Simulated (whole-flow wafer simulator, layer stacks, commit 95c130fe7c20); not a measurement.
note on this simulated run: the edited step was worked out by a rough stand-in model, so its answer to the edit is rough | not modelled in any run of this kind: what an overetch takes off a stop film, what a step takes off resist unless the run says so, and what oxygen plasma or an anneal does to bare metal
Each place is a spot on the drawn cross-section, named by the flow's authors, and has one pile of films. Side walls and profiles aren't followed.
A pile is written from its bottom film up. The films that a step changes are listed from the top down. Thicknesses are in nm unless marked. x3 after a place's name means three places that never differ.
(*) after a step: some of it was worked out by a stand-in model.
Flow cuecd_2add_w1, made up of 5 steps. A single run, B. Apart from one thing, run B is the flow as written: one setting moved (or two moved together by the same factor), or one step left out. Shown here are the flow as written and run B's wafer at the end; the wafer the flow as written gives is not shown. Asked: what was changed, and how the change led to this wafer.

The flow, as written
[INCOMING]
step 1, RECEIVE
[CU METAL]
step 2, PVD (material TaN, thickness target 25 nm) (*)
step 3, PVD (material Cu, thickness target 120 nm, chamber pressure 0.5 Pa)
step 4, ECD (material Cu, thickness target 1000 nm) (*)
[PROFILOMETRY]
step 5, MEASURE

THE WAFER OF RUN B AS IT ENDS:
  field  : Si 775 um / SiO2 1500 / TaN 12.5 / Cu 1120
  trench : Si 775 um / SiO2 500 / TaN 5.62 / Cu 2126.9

What caused this: step 2, PVD: thickness target 12.5 nm was run, while the flow as written has thickness target 25 nm.
The wafer lets one read it off: field has TaN 12.5, and step 2 as written asks for 25 nm.

How this came from the change, step by step:
  step 2, PVD (material TaN, thickness target 25 nm) (*)
      field: +12.5 TaN (new film) (as written it would have been: +25 TaN (new film))
      trench: +5.62 TaN (new film) (as written it would have been: +11.2 TaN (new film))
